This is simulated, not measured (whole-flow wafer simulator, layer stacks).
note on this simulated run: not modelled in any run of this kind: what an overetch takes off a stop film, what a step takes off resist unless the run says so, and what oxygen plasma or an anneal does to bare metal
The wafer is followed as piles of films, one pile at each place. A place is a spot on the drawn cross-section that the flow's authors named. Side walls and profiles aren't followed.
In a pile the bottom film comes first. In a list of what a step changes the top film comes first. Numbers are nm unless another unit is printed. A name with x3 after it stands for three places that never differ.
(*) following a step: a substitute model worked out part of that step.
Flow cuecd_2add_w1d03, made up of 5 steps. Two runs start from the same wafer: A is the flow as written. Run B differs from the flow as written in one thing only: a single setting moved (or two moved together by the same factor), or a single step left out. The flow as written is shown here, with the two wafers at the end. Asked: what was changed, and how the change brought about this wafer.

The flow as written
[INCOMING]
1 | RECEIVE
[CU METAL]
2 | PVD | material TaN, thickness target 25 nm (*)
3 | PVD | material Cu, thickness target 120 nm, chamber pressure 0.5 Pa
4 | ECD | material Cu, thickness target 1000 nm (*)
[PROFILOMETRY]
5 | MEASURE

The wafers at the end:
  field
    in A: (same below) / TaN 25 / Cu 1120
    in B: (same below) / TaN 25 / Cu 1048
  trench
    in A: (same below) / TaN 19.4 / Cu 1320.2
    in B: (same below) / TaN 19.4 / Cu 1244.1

Cause: step 3, PVD: thickness target 48 nm was run, while the flow as written has thickness target 120 nm.

How this came from the change, step by step:
  3 | PVD | material Cu, thickness target 120 nm, chamber pressure 0.5 Pa
      field: A Cu gains 120 (new film) | B Cu gains 48 (new film)
      trench: A Cu gains 93.4 (new film) | B Cu gains 37.4 (new film)
